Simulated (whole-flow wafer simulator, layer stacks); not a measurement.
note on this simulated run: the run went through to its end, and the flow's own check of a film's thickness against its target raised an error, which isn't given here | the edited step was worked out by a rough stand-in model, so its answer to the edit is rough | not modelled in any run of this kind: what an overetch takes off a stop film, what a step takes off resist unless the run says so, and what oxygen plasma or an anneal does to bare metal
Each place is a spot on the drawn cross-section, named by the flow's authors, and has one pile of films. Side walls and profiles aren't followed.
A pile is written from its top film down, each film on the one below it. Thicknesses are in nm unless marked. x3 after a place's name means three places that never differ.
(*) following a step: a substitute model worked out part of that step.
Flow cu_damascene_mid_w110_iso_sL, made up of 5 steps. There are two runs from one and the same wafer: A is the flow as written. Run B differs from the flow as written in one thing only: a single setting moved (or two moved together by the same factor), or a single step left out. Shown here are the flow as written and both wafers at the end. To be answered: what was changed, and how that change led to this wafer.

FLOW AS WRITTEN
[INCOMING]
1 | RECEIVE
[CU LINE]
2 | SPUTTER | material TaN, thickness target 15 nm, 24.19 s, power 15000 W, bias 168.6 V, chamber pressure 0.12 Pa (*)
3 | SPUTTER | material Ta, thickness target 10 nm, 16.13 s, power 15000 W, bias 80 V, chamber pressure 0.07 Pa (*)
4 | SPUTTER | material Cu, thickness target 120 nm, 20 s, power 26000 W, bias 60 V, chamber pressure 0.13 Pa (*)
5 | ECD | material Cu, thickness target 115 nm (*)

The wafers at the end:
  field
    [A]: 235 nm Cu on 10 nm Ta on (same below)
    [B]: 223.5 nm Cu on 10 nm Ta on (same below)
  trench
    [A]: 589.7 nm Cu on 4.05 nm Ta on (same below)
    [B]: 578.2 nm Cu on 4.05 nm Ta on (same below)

The reason: step 5, ECD: thickness target 103.5 nm was run, whereas the flow has thickness target 115 nm.

Step by step, how the change led to this:
  5 | ECD | material Cu, thickness target 115 nm (*)
      field: A Cu gains 115 | B Cu gains 103.5
      trench: A Cu gains 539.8 | B Cu gains 528.3
